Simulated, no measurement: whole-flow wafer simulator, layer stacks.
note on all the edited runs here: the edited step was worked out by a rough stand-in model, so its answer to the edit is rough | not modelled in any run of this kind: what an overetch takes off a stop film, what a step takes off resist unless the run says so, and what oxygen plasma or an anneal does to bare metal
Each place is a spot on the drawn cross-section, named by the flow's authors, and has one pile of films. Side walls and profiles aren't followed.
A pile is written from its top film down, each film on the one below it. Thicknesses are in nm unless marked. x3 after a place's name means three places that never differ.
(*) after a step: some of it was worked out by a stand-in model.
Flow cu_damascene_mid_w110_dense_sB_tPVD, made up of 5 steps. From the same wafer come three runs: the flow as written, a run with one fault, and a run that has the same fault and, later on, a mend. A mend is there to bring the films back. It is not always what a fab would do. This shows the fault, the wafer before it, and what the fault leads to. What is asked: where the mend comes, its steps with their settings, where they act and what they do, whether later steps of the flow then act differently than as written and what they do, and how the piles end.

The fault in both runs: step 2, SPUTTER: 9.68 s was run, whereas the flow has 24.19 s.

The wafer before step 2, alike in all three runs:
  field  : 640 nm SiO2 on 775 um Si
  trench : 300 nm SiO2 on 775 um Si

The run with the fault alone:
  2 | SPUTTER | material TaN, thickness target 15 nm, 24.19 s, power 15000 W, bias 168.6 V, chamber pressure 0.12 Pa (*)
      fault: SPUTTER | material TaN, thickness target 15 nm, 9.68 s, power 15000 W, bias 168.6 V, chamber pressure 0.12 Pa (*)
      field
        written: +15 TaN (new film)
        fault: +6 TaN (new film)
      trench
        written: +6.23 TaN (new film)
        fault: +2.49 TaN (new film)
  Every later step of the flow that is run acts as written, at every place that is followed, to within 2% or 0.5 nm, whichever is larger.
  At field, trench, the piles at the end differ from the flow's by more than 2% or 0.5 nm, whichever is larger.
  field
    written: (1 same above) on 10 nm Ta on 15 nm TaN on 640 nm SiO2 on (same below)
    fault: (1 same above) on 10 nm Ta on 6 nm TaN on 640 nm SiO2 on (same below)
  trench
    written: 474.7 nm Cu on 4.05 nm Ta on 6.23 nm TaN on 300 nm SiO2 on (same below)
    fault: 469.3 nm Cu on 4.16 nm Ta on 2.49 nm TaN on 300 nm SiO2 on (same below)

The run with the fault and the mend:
  The mend stands after step 2.
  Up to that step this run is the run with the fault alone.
  2a | SPUTTER | material TaN, thickness target 15 nm, 14.51 s, power 15000 W, bias 168.6 V, chamber pressure 0.12 Pa (*) (the flow's step 2 again, with other settings)
      field
        +9 TaN
      trench
        +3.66 TaN
  Every later step of the flow that is run acts as written, at every place that is followed, to within 2% or 0.5 nm, whichever is larger.
  At the end the piles are close to the flow's at the places that both follow, differing by at most 2% or 0.5 nm, whichever is larger.
